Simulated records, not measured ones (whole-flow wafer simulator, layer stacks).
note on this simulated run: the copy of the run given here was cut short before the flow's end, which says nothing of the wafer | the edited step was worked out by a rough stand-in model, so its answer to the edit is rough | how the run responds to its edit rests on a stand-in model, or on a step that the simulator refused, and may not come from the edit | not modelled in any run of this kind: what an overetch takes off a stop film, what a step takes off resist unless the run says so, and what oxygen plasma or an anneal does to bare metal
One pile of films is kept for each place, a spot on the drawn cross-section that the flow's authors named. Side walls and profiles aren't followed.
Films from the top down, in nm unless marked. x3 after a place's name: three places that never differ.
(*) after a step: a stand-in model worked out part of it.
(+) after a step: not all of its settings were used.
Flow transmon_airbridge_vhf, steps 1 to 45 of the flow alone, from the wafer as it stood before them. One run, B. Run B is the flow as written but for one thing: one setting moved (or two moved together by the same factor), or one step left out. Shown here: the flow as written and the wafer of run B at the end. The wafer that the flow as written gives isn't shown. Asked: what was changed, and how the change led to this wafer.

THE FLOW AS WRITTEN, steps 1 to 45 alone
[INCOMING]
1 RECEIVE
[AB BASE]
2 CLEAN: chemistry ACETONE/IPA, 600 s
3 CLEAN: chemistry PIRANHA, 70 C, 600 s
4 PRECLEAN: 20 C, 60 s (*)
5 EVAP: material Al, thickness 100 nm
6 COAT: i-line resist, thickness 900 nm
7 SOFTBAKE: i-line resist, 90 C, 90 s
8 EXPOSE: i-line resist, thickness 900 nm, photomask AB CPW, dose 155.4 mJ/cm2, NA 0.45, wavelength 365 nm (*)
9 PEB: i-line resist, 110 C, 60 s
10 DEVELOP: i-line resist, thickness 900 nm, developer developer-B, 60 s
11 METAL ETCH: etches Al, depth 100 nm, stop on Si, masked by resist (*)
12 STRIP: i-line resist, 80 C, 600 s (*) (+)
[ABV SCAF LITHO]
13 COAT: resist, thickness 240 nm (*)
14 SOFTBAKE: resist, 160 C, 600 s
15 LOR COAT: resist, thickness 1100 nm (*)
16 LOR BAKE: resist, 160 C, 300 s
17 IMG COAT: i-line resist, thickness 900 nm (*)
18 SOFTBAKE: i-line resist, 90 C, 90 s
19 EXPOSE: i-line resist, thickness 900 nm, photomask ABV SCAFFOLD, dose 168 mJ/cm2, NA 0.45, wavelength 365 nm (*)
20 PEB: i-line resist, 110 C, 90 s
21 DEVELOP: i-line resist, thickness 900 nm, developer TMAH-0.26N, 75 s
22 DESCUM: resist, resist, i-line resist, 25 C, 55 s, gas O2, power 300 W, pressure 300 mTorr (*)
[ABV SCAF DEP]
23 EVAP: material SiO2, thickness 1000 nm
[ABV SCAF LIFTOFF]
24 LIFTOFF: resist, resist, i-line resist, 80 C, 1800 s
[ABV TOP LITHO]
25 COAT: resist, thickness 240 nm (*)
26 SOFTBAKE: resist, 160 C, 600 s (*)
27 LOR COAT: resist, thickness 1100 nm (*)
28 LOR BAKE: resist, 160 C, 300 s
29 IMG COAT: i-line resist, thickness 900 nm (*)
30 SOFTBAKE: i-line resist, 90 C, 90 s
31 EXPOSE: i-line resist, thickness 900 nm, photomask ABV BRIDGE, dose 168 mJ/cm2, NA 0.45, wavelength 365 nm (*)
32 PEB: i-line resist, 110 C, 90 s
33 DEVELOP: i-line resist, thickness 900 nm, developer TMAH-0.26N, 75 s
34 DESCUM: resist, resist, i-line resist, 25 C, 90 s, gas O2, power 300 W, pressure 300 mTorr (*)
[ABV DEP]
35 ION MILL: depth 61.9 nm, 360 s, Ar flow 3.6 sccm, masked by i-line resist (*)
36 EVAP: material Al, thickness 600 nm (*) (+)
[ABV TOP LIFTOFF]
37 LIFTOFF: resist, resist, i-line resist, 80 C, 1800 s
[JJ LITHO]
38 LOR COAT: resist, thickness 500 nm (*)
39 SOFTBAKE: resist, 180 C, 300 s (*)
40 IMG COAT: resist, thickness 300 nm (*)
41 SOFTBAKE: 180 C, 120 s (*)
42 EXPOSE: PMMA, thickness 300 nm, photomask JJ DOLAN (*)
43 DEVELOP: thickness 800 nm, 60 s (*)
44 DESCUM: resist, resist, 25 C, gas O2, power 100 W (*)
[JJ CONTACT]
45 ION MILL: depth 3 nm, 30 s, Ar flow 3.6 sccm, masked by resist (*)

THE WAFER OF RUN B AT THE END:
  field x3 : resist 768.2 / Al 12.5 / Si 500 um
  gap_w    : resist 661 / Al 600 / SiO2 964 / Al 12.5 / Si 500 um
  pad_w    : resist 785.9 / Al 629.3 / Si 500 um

The cause: step 11, METAL ETCH: depth 87.5 nm was run, where the flow has depth 100 nm.

How the change led to this, step by step:
  11 METAL ETCH: etches Al, depth 100 nm, stop on Si, masked by resist (*)
      field x3, jj_line, gap_w, gap_e: Al -87.5 (as written it would be: Al -100 (all of it))
      ground_far, pad_w, flank_w and 8 more: i-line resist -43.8 (as written it would be: i-line resist -50)
  45 ION MILL: depth 3 nm, 30 s, Ar flow 3.6 sccm, masked by resist (*)
      jj_line: Al -12.5 (all of it), Si -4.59 (as written it would be: Si -11.6)
Counting metal films that touch as one body, field x3 has 1 body; the flow as written gives 0 bodies.
Counting metal films that touch as one body, gap_w has 2 bodies (between them, from the top down: SiO2 964); the flow as written gives 1 body.
